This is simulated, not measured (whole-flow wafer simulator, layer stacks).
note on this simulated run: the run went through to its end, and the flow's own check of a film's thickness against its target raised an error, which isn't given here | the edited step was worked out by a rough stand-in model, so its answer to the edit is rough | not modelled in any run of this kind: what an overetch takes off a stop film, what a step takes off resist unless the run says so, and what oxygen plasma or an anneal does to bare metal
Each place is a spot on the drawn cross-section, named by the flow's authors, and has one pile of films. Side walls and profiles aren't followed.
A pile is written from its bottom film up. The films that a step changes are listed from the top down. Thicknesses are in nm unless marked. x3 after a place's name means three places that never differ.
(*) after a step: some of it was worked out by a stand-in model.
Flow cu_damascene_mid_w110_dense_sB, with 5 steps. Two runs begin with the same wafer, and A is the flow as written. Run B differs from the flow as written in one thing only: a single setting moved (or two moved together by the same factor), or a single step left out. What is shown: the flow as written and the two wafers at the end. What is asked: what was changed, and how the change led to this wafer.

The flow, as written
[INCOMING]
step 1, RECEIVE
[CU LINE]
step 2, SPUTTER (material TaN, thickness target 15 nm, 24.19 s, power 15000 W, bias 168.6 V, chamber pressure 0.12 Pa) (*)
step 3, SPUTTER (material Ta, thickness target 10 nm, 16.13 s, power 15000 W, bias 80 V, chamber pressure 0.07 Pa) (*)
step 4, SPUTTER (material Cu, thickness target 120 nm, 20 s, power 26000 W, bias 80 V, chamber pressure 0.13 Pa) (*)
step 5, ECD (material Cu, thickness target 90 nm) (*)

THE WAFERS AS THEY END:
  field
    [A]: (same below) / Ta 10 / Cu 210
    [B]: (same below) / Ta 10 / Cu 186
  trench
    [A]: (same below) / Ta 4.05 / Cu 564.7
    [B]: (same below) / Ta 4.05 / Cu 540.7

What caused this: step 4, SPUTTER: thickness target 96 nm was run, while the flow as written has thickness target 120 nm; step 4, SPUTTER: 16 s was run, where the flow has 20 s.

How this came from the change, step by step:
  step 4, SPUTTER (material Cu, thickness target 120 nm, 20 s, power 26000 W, bias 80 V, chamber pressure 0.13 Pa) (*)
      field: A +120 Cu (new film) | B +96 Cu (new film)
      trench: A +49.9 Cu (new film) | B +39.9 Cu (new film)
  step 5, ECD (material Cu, thickness target 90 nm) (*)
      trench: A +514.8 Cu | B +500.8 Cu
